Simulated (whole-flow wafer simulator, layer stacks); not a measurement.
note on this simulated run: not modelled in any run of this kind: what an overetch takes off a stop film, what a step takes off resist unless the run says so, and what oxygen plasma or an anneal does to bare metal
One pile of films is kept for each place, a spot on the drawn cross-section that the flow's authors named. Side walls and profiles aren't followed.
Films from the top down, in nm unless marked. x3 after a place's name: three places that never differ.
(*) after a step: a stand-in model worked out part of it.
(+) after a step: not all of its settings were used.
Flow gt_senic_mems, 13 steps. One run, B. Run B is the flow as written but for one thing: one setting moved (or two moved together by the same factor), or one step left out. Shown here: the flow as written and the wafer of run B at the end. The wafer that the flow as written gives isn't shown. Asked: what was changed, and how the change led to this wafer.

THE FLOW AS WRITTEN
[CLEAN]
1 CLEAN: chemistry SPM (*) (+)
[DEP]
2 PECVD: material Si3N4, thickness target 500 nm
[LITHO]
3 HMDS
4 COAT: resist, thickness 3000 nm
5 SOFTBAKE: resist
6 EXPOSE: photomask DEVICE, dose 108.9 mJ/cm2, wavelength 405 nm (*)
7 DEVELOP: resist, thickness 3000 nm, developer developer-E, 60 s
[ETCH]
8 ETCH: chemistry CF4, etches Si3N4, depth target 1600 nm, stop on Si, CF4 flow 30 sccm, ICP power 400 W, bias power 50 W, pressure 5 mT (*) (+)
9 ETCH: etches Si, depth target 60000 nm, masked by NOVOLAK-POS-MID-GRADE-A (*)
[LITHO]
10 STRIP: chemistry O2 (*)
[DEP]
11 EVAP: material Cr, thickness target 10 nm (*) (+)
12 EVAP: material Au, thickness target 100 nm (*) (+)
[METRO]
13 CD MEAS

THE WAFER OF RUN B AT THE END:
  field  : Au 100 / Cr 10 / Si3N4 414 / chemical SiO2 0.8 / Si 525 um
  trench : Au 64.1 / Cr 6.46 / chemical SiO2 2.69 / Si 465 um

The cause: step 2, PECVD: thickness target 414 nm was run, where the flow has thickness target 500 nm.
It can be read off the wafer: field has Si3N4 414, and step 2 as written asks for 500 nm.

How the change led to this, step by step:
  2 PECVD: material Si3N4, thickness target 500 nm
      field, trench: Si3N4 +414 (new film) (as written it would be: Si3N4 +500 (new film))
  8 ETCH: chemistry CF4, etches Si3N4, depth target 1600 nm, stop on Si, CF4 flow 30 sccm, ICP power 400 W, bias power 50 W, pressure 5 mT (*) (+)
      field: resist -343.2 (as written it would be: resist -400.5)
      trench: Si3N4 -414 (all of it), chemical SiO2 -0.8 (all of it) (as written it would be: Si3N4 -500 (all of it), chemical SiO2 -0.8 (all of it))
  10 STRIP: chemistry O2 (*)
      field: resist -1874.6 (all of it) (as written it would be: resist -1817.3 (all of it))
